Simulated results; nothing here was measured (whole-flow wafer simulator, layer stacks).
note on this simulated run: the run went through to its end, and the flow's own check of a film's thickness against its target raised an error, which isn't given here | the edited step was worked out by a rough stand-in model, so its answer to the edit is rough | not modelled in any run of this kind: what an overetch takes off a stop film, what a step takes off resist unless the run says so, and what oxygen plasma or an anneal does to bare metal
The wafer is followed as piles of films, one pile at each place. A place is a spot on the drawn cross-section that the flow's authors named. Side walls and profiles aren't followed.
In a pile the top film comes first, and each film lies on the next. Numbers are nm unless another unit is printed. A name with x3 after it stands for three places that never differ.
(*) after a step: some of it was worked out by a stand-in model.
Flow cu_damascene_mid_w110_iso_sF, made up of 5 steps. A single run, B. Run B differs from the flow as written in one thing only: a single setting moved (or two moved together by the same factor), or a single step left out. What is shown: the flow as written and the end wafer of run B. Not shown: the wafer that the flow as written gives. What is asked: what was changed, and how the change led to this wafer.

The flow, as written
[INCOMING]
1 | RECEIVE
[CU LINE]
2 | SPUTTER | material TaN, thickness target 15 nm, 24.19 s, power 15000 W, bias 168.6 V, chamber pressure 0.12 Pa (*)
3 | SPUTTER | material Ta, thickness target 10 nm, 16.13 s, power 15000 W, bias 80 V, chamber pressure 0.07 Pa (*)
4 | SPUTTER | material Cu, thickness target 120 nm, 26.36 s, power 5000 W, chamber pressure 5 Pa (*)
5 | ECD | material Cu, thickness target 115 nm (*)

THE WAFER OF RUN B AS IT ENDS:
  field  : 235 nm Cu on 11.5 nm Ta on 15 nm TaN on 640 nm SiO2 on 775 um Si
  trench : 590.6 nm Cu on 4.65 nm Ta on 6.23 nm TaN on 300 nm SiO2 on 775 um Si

Cause: step 3, SPUTTER: thickness target 11.5 nm was run, while the flow as written has thickness target 10 nm; step 3, SPUTTER: 18.55 s was run, where the flow has 16.13 s.
One can read it off the wafer: field has Ta 11.5, and step 3 as written asks for 10 nm.

Step by step, how the change led to this:
  3 | SPUTTER | material Ta, thickness target 10 nm, 16.13 s, power 15000 W, bias 80 V, chamber pressure 0.07 Pa (*)
      field: +11.5 Ta (new film) (as written it would have been: +10 Ta (new film))
      trench: +4.65 Ta (new film) (as written it would have been: +4.05 Ta (new film))
